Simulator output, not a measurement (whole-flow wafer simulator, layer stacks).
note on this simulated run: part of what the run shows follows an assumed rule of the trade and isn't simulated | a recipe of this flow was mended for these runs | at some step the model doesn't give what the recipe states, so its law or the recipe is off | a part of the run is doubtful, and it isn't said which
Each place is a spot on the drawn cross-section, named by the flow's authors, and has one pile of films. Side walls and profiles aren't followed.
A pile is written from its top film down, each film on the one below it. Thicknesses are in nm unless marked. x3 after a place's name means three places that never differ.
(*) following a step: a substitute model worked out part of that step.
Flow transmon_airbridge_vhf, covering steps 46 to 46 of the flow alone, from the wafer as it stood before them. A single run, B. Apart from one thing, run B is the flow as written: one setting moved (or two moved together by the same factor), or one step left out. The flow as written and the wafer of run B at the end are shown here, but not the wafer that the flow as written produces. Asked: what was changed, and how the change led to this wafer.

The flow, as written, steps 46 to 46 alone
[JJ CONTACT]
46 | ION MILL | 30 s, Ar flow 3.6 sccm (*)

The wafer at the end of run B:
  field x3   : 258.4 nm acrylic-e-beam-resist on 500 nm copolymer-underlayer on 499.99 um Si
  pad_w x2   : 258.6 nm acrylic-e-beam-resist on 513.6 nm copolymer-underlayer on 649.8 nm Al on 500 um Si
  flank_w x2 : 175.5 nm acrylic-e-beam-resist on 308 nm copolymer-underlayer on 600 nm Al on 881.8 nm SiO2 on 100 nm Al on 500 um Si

Cause: step 46, ION MILL: 48 s was run, though the flow has 30 s.

How this came from the change, step by step:
  46 | ION MILL | 30 s, Ar flow 3.6 sccm (*)
      field x3, ground_far x3, pad_w x2, flank_w x2, gap_w x2, cpw_trace, margin_s x2, bridge_strip: -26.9 acrylic-e-beam-resist (it would be, as written: -16.8 acrylic-e-beam-resist)
      jj_line: -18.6 Si (it would be, as written: -11.6 Si)
